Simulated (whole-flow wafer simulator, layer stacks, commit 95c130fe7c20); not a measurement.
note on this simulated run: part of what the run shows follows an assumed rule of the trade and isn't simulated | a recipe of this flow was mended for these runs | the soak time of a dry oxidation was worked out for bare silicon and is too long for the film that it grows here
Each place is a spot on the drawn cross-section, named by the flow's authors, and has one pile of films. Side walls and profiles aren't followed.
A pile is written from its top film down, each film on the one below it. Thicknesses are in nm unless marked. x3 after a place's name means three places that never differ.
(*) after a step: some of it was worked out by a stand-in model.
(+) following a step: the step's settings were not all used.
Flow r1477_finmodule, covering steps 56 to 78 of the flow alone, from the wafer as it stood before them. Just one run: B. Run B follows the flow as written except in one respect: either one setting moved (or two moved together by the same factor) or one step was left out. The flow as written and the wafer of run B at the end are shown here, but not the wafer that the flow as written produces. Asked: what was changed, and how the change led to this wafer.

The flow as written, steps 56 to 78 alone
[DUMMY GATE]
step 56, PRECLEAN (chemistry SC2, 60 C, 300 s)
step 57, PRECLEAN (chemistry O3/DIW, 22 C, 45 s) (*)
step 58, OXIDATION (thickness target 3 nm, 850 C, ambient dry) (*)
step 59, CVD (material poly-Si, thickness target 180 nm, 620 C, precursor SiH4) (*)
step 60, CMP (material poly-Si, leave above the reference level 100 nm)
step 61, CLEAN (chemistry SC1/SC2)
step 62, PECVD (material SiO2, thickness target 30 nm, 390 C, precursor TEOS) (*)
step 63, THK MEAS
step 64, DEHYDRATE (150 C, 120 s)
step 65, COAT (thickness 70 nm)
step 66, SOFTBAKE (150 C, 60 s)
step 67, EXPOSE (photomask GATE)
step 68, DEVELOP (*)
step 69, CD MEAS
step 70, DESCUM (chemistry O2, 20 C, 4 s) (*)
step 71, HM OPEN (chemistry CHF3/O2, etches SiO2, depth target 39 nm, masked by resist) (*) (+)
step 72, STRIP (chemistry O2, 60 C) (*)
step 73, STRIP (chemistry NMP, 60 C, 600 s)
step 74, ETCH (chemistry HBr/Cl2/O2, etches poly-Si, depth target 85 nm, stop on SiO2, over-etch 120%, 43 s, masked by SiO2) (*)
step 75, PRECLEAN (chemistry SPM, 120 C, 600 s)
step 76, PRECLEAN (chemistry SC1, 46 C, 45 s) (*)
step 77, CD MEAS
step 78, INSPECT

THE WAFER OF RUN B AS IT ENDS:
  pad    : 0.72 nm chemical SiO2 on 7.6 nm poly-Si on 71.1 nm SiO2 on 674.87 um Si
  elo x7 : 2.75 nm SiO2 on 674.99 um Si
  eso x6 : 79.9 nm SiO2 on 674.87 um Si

The reason: step 71, HM OPEN: depth target 28 nm was run, though the flow has depth target 39 nm.

Step by step, how the change led to this:
  step 71, HM OPEN (chemistry CHF3/O2, etches SiO2, depth target 39 nm, masked by resist) (*) (+)
      pad, elo x7, eso x6, e200so, s40co x3: -28 SiO2 (in the flow as written it would be: -30 SiO2 (all of it), -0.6 chemical SiO2 (all of it), -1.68 poly-Si)
      padg, elg x7, esg x6, e200sg, s40cg x3: -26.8 e-beam-resist (in the flow as written it would be: -37.4 e-beam-resist)
  step 72, STRIP (chemistry O2, 60 C) (*)
      pad, elo x7, eso x6, e200so, s40co x3: nothing (in the flow as written it would be: +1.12 chemical SiO2 (new film), -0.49 poly-Si)
      padg, elg x7, esg x6, e200sg, s40cg x3: -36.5 e-beam-resist (all of it) (in the flow as written it would be: -25.9 e-beam-resist (all of it))
  step 74, ETCH (chemistry HBr/Cl2/O2, etches poly-Si, depth target 85 nm, stop on SiO2, over-etch 120%, 43 s, masked by SiO2) (*)
      eso x6, e200so, s40co x3: -2 SiO2 (all of it), -0.6 chemical SiO2 (all of it), -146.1 poly-Si (all of it) (in the flow as written it would be: -1.12 chemical SiO2 (all of it), -143.9 poly-Si (all of it), -0.22 SiO2)
      elo x7: -2 SiO2 (all of it), -0.6 chemical SiO2 (all of it), -99.7 poly-Si (all of it), -0.24 SiO2 (in the flow as written it would be: -1.12 chemical SiO2 (all of it), -97.6 poly-Si (all of it), -0.45 SiO2)
      (and at 1 other place as well)
  step 75, PRECLEAN (chemistry SPM, 120 C, 600 s)
      pad: +0.8 chemical SiO2 (new film), -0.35 poly-Si (in the flow as written it would be: nothing)
